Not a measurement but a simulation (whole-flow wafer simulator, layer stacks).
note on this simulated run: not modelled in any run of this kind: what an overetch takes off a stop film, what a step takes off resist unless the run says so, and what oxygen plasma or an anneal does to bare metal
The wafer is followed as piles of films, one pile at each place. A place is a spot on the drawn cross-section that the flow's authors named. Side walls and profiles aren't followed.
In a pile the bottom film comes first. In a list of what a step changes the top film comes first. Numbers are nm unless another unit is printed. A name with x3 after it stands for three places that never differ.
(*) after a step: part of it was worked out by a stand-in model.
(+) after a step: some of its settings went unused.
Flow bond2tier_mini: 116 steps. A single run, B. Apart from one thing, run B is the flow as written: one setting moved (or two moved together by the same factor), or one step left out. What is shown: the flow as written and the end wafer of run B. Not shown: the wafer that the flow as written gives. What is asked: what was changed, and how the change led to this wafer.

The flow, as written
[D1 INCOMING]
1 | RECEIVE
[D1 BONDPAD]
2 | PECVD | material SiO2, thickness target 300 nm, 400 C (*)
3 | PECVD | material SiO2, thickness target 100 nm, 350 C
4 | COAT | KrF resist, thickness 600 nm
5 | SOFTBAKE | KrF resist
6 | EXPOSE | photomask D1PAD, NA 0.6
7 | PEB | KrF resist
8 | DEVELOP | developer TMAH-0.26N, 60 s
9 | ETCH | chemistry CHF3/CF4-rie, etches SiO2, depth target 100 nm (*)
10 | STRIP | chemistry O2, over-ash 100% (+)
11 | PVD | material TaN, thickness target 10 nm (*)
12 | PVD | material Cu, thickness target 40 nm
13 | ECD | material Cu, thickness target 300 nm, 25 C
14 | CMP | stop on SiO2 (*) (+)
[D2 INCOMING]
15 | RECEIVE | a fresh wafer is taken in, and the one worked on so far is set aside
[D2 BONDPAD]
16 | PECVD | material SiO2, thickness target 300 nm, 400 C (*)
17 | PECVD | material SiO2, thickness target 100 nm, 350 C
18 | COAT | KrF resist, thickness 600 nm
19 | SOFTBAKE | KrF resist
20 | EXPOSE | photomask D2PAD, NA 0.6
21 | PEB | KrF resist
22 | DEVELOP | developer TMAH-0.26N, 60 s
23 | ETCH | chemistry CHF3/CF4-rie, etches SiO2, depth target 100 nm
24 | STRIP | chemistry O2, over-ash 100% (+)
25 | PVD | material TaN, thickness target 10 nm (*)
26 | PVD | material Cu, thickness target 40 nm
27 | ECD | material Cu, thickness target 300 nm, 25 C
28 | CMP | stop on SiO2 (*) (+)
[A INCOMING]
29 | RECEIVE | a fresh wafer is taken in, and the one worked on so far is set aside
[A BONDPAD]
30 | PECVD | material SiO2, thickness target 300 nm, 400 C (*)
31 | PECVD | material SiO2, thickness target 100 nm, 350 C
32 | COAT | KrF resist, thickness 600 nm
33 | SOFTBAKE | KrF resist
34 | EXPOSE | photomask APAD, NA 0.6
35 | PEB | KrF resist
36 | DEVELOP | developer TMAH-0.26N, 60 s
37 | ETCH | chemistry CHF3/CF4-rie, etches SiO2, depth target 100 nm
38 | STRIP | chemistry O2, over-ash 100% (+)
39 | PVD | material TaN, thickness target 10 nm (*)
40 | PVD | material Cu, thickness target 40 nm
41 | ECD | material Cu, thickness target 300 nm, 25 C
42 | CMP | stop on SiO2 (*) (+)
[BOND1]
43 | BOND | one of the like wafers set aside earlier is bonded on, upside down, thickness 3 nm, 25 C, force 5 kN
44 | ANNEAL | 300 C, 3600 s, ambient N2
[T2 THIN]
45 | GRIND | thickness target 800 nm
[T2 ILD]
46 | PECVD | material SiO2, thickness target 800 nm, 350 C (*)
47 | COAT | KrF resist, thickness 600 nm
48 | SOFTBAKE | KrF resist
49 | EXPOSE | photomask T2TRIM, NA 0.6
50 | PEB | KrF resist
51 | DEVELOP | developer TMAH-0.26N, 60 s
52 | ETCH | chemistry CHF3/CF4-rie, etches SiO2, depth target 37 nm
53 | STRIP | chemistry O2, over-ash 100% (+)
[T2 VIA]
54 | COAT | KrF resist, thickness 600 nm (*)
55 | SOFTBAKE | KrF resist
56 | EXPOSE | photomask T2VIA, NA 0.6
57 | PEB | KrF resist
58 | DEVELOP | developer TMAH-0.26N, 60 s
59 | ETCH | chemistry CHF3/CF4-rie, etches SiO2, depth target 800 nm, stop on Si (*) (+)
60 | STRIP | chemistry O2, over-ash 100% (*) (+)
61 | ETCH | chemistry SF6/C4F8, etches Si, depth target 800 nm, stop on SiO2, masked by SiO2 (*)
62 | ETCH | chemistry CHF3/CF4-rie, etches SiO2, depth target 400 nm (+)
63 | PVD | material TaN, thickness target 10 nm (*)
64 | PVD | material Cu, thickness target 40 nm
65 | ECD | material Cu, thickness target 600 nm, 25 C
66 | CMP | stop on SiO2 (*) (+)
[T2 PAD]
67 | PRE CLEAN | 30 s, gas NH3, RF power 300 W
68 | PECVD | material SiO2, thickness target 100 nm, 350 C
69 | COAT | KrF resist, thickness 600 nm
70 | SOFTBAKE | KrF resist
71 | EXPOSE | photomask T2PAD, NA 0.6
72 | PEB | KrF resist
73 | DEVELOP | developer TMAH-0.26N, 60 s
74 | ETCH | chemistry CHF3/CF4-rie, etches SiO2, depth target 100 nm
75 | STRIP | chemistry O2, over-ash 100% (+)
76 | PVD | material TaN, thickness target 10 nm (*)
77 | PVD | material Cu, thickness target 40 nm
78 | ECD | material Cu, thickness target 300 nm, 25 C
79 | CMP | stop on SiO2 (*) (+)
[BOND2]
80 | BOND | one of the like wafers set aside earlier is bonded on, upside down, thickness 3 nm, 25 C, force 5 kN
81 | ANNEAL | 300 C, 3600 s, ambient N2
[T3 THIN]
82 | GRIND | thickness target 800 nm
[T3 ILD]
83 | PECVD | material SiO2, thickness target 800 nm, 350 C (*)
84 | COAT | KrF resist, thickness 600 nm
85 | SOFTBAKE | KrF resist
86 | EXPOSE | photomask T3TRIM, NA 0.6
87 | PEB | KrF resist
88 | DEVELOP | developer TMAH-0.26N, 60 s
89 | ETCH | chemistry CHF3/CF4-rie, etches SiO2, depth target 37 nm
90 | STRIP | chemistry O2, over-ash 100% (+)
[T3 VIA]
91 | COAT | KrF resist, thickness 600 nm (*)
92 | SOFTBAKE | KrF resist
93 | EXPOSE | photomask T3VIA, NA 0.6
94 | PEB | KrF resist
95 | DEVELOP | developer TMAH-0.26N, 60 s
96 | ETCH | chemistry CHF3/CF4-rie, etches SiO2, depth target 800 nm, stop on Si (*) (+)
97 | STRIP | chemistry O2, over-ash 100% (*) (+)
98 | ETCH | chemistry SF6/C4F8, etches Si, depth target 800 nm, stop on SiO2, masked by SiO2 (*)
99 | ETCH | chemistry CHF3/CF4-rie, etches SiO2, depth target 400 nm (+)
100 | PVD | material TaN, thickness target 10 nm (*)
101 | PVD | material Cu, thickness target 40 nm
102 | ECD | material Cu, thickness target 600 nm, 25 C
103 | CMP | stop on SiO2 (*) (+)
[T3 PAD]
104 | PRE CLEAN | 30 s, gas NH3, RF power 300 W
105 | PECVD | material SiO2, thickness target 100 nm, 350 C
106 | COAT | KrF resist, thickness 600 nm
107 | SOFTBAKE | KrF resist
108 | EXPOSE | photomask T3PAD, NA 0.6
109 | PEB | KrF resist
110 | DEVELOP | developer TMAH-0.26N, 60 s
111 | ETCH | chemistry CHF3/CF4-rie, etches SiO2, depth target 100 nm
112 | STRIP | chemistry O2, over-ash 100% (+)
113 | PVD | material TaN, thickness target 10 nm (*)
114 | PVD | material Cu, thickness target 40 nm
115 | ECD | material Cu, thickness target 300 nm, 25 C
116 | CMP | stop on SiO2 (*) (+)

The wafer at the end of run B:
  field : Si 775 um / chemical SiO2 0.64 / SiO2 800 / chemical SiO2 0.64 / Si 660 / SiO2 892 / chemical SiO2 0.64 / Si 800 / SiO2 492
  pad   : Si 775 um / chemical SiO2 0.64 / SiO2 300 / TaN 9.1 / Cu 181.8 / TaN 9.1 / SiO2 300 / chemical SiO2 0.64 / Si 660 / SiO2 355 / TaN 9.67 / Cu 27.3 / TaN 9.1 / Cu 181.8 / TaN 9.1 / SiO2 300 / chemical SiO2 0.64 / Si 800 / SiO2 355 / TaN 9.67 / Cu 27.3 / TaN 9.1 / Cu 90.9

What caused this: step 45, GRIND: thickness target 660 nm was run, whereas the flow has thickness target 800 nm.
The wafer itself shows it: field has Si 660, and step 45 as written asks for 800 nm.

How this came from the change, step by step:
  45 | GRIND | thickness target 800 nm
      field, pad, via: Si loses 774.34 um (as written it would have been: Si loses 774.2 um)
